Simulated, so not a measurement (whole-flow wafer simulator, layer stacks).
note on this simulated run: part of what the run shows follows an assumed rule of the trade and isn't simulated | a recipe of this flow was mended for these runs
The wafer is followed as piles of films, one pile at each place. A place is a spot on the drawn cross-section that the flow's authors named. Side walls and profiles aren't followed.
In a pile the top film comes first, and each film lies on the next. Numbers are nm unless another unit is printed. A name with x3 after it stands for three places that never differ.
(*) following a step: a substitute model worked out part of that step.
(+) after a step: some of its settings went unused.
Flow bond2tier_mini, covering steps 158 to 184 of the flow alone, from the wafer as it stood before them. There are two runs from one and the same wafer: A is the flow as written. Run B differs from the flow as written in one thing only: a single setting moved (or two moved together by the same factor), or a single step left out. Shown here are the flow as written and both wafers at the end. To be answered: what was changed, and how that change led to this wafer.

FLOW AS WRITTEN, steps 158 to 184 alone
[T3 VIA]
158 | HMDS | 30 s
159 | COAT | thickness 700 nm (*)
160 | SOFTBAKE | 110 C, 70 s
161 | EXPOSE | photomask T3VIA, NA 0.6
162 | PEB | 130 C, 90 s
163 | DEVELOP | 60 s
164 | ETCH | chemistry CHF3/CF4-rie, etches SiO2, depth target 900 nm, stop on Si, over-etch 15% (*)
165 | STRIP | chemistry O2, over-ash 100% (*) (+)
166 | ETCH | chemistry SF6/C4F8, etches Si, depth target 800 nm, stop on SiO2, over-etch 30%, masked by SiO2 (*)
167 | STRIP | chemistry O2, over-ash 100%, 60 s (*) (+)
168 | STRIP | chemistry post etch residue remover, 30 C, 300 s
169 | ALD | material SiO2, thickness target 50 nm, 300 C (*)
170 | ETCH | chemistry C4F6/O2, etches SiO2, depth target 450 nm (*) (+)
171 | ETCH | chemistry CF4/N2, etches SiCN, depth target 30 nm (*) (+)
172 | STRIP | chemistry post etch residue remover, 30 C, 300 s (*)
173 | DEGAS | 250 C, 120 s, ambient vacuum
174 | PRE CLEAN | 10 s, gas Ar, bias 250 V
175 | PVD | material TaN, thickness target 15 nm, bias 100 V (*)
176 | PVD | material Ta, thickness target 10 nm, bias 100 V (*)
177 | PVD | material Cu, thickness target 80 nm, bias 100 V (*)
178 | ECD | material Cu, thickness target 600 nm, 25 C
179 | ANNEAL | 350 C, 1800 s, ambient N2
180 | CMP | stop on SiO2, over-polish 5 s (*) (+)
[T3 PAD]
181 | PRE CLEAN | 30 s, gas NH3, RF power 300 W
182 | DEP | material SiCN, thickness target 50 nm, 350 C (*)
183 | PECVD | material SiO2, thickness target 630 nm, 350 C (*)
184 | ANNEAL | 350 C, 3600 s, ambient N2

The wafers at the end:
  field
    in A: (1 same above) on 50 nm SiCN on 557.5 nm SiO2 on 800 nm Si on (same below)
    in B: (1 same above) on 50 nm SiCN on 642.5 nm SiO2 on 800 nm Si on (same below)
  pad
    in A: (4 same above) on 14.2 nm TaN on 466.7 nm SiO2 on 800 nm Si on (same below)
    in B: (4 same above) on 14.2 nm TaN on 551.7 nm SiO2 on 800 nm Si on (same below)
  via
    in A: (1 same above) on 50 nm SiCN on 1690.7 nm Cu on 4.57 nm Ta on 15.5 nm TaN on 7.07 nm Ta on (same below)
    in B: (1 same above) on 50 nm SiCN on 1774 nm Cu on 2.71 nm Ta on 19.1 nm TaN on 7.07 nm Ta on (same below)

Cause: step 169, ALD: thickness target 135 nm was run, while the flow as written has thickness target 50 nm.

How this came from the change, step by step:
  169 | ALD | material SiO2, thickness target 50 nm, 300 C (*)
      field, pad, via: A SiO2 gains 50 | B SiO2 gains 135
  170 | ETCH | chemistry C4F6/O2, etches SiO2, depth target 450 nm (*) (+)
      via: A SiO2 loses 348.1 (all of it), SiCN loses 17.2 | B SiO2 loses 433.1 (all of it), SiCN loses 2.84
  171 | ETCH | chemistry CF4/N2, etches SiCN, depth target 30 nm (*) (+)
      via: A SiCN loses 17.6 (all of it), TaN loses 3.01 | B SiCN loses 30
  174 | PRE CLEAN | 10 s, gas Ar, bias 250 V
      via: A TaN loses 3.19 | B SiCN loses 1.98 (all of it)
  175 | PVD | material TaN, thickness target 15 nm, bias 100 V (*)
      via: A TaN gains 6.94 | B TaN gains 4.21
  176 | PVD | material Ta, thickness target 10 nm, bias 100 V (*)
      via: A Ta gains 4.57 (new film) | B Ta gains 2.71 (new film)
  177 | PVD | material Cu, thickness target 80 nm, bias 100 V (*)
      via: A Cu gains 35 (new film) | B Cu gains 17.7 (new film)
  178 | ECD | material Cu, thickness target 600 nm, 25 C
      via: A Cu gains 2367 | B Cu gains 2467.6
